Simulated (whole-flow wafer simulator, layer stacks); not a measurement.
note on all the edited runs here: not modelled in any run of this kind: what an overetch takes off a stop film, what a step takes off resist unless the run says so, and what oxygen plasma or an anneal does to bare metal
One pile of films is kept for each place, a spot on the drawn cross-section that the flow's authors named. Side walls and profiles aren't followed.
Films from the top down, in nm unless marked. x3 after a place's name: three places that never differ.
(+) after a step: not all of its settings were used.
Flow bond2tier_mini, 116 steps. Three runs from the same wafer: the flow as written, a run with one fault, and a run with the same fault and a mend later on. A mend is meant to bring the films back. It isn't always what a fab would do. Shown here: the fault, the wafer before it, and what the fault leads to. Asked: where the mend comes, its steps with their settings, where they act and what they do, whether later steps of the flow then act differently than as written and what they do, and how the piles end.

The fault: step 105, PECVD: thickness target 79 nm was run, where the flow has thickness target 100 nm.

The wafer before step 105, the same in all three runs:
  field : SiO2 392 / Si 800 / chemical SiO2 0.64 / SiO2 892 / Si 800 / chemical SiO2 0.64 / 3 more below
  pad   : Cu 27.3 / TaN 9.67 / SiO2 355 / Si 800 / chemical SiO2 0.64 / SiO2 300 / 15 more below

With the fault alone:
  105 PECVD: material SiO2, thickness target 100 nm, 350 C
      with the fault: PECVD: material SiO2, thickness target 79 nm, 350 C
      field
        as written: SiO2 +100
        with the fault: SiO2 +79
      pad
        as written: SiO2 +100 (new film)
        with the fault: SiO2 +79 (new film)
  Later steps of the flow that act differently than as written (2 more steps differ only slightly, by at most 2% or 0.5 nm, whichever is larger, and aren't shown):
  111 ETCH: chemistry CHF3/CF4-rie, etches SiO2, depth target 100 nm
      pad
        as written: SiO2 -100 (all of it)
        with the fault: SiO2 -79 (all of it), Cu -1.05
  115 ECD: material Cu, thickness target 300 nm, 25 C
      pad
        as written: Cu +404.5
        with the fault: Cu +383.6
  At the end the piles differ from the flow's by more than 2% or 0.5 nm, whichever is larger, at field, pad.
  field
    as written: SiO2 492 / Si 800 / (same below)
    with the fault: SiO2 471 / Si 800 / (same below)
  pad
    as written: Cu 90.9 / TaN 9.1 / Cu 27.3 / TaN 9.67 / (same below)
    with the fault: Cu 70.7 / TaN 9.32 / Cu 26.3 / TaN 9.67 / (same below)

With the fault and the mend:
  The mend comes after step 110.
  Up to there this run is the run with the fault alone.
  110a STRIP: chemistry O2, over-ash 100% (+)
      field
        KrF resist -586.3 (all of it)
  110b PECVD: material SiO2, thickness target 21 nm, 350 C (the flow's step 105 once more, with other settings)
      field, pad
        SiO2 +21
  110c COAT: KrF resist, thickness 600 nm (the flow's step 106 once more)
      field, pad
        KrF resist +600 (new film)
  110d SOFTBAKE: KrF resist (the flow's step 107 once more)
      changes no film at any place that is followed
  110e EXPOSE: photomask T3PAD, NA 0.6 (the flow's step 108 once more)
      changes no film at any place that is followed
  110f PEB: KrF resist (the flow's step 109 once more)
      changes no film at any place that is followed
  110g DEVELOP: developer TMAH-0.26N, 60 s (the flow's step 110 once more)
      field
        KrF resist -13.7
      pad
        KrF resist -600 (all of it)
  No later step of the flow acts differently than as written at any place that is followed.
  At the end the piles are the same as the flow's at every place that both follow.
